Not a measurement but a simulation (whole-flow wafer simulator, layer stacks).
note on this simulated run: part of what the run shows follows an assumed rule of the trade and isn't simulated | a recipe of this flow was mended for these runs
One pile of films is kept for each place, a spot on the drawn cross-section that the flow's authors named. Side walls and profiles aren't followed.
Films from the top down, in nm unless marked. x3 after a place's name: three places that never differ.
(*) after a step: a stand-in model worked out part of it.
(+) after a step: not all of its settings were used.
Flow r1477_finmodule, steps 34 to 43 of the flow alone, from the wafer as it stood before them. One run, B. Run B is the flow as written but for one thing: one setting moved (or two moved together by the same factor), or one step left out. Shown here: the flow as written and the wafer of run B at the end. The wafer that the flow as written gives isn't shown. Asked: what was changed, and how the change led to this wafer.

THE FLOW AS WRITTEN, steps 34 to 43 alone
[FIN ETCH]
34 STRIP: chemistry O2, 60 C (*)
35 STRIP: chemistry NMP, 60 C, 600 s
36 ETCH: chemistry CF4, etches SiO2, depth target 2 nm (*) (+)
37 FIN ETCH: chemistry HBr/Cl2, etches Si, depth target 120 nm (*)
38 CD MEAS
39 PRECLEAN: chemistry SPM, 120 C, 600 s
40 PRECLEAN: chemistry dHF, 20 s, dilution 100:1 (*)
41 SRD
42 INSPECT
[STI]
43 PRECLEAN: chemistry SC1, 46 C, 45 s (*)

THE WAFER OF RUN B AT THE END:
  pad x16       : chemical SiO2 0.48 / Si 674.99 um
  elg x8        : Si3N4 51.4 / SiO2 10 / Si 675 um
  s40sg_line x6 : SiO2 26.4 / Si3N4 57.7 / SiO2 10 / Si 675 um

The cause: step 37, FIN ETCH: chemistry HBr/Cl2, etches Si, depth target 120 nm (*), was left out.

How the change led to this, step by step:
  (no step that both runs have acts differently by more than 2% or 0.5 nm, whichever is larger)
